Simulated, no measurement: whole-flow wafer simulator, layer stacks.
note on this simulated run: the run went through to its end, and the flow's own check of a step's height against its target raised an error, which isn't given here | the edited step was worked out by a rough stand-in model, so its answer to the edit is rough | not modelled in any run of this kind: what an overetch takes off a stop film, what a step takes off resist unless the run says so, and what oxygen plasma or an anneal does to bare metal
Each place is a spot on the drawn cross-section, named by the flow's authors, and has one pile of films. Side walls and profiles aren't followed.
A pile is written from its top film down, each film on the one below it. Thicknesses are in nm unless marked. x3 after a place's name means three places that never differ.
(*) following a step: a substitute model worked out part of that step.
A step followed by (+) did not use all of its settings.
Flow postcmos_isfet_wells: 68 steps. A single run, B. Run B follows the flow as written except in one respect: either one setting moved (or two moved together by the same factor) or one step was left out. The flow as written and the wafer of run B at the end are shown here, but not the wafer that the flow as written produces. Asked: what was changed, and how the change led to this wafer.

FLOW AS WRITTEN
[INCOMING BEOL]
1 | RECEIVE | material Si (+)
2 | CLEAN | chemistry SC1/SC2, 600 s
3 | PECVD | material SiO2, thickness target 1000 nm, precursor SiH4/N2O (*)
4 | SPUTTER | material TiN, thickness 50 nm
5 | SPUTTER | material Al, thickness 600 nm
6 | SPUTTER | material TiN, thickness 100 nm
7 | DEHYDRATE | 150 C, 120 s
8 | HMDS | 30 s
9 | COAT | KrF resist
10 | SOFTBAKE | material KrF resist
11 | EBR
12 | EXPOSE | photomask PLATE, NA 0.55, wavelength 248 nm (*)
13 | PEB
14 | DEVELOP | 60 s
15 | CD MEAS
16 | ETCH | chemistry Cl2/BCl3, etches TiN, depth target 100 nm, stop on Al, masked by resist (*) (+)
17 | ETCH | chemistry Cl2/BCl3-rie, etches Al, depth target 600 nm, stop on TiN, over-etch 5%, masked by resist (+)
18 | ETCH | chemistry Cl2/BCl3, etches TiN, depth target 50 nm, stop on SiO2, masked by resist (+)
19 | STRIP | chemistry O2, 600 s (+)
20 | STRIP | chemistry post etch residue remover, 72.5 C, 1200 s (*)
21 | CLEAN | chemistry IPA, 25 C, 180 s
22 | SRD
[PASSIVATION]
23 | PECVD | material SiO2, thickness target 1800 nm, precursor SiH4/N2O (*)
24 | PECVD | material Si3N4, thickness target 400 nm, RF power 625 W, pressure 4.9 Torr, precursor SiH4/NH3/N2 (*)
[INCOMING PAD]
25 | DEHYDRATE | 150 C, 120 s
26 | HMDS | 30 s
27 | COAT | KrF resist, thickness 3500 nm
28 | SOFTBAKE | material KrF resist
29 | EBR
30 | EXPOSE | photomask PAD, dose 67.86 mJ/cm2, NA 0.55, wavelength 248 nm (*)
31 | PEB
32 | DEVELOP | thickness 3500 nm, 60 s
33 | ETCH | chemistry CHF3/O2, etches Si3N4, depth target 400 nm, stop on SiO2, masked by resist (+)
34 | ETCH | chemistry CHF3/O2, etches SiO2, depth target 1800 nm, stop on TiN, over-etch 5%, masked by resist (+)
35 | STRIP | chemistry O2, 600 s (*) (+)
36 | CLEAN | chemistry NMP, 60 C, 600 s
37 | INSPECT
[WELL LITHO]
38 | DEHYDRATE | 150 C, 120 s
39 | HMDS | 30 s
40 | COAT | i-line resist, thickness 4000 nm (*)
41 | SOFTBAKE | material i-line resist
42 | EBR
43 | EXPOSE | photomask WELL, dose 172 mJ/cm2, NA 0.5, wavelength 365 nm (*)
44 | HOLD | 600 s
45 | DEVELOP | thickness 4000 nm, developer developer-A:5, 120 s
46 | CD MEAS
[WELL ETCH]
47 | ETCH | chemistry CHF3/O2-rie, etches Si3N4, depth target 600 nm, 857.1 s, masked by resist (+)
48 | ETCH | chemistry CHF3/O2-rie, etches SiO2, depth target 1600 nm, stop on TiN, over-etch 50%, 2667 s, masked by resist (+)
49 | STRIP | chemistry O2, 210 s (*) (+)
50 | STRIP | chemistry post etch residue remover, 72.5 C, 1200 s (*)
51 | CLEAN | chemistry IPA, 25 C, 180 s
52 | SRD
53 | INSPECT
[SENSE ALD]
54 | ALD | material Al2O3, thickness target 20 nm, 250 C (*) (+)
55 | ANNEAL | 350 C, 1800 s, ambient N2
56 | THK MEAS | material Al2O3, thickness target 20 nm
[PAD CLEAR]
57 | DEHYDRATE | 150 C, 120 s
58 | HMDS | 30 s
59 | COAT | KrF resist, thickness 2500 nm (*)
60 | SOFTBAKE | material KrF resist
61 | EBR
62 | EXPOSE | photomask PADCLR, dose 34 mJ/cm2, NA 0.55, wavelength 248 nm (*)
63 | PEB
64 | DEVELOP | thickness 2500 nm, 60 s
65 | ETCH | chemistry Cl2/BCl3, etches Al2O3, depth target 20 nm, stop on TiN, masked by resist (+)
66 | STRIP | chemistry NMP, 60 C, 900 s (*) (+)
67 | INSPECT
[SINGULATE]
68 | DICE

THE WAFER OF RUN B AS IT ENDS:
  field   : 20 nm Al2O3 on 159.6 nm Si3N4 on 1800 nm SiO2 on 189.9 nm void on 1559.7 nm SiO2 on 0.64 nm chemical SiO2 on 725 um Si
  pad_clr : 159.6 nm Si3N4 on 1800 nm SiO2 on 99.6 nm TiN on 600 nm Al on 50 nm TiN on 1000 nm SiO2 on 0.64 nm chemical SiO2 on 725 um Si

The reason: step 24, PECVD: thickness target 160 nm was run, though the flow has thickness target 400 nm.

How this came from the change, step by step:
  24 | PECVD | material Si3N4, thickness target 400 nm, RF power 625 W, pressure 4.9 Torr, precursor SiH4/NH3/N2 (*)
      field, margin, well900, well1300 x3, pad_rim, pad_clr, pad_open: +160 Si3N4 (new film) (as written it would have been: +400 Si3N4 (new film))
  33 | ETCH | chemistry CHF3/O2, etches Si3N4, depth target 400 nm, stop on SiO2, masked by resist (+)
      field, margin, well900, well1300 x3, pad_rim, pad_clr: -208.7 KrF resist (as written it would have been: -347.8 KrF resist)
      pad_open: -160 Si3N4 (all of it) (as written it would have been: -400 Si3N4 (all of it))
  35 | STRIP | chemistry O2, 600 s (*) (+)
      field, margin, well900, well1300 x3, pad_rim, pad_clr: -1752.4 KrF resist (all of it) (as written it would have been: -1613.3 KrF resist (all of it))
  40 | COAT | i-line resist, thickness 4000 nm (*)
      pad_clr: +3331.9 i-line resist (new film) (as written it would have been: +3256.8 i-line resist (new film))
  41 | SOFTBAKE | material i-line resist
      pad_clr: -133 i-line resist (as written it would have been: -156.7 i-line resist)
      pad_open: +104.6 i-line resist (as written it would have been: +115.3 i-line resist)
  47 | ETCH | chemistry CHF3/O2-rie, etches Si3N4, depth target 600 nm, 857.1 s, masked by resist (+)
      well900, well1300 x3: -160 Si3N4 (all of it), -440 SiO2 (as written it would have been: -400 Si3N4 (all of it), -200 SiO2)
  48 | ETCH | chemistry CHF3/O2-rie, etches SiO2, depth target 1600 nm, stop on TiN, over-etch 50%, 2667 s, masked by resist (+)
      well900, well1300 x3: -1360 SiO2 (all of it) (as written it would have been: -1600 SiO2 (all of it))
  49 | STRIP | chemistry O2, 210 s (*) (+)
      pad_clr: -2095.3 i-line resist (all of it) (as written it would have been: -1996.5 i-line resist (all of it))
      pad_open: -3719.4 i-line resist (all of it) (as written it would have been: -3816.3 i-line resist (all of it))
  59 | COAT | KrF resist, thickness 2500 nm (*)
      field: +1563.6 KrF resist (new film) (as written it would have been: +1449 KrF resist (new film))
      margin: +1563.6 KrF resist (new film) (as written it would have been: +1448.9 KrF resist (new film))
      (as well as at 2 more places)
  63 | PEB
      field, margin: -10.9 KrF resist (as written it would have been: -10.1 KrF resist)
      pad_clr: -12.4 KrF resist (as written it would have been: -11.8 KrF resist)
  64 | DEVELOP | thickness 2500 nm, 60 s
      pad_clr: -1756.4 KrF resist (all of it) (as written it would have been: -1676 KrF resist (all of it))
  66 | STRIP | chemistry NMP, 60 C, 900 s (*) (+)
      field: -1514 KrF resist (all of it) (as written it would have been: -1400.1 KrF resist (all of it))
      margin: -1513.9 KrF resist (all of it) (as written it would have been: -1400.1 KrF resist (all of it))
      (as well as at 1 more place)
